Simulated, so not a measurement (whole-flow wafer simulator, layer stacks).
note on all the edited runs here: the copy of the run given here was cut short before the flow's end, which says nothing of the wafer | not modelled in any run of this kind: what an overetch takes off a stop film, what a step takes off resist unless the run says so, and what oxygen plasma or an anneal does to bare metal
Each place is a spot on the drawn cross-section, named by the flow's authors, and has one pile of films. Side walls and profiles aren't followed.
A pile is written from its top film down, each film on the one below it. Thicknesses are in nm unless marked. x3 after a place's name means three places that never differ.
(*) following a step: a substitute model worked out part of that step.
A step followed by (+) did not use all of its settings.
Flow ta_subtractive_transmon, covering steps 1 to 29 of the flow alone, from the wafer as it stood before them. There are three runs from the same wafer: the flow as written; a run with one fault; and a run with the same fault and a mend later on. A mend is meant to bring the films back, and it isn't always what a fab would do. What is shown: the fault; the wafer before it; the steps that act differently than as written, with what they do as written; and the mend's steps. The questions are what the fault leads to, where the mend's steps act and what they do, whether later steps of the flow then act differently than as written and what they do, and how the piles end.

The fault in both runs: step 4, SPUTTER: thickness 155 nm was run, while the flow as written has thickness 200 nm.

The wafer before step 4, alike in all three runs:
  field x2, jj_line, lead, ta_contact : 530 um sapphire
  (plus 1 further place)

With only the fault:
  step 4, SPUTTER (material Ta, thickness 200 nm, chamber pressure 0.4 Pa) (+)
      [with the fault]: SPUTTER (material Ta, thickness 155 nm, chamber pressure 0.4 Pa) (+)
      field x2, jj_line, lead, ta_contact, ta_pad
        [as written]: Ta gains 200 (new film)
        [with the fault]: Ta gains 155 (new film)
  Steps later in the flow that act otherwise than as written (2 other steps are not shown; they differ only slightly, by no more than 2% or 0.5 nm, whichever is larger):
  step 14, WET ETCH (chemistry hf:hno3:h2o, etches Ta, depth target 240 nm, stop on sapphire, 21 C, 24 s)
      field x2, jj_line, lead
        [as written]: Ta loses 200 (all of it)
        [with the fault]: Ta loses 155 (all of it)
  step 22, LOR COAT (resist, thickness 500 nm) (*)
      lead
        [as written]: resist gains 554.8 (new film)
        [with the fault]: resist gains 543.2 (new film)
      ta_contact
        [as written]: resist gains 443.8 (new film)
        [with the fault]: resist gains 455.5 (new film)
  By the end, the piles at ta_contact, ta_pad depart from the flow's by more than 2% or 0.5 nm, whichever is larger.
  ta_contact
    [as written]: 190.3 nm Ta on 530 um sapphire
    [with the fault]: 145.3 nm Ta on 530 um sapphire
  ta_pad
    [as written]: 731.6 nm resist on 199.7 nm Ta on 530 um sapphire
    [with the fault]: 738.5 nm resist on 154.7 nm Ta on 530 um sapphire

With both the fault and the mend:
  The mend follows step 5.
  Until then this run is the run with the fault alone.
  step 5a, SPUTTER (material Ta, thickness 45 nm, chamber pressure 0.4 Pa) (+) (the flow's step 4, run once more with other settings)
      field x2, jj_line, lead, ta_contact, ta_pad
        Ta gains 45
  None of the later steps of the flow acts differently than as written at any place that is followed.
  At every place that both follow, the piles at the end match the flow's.
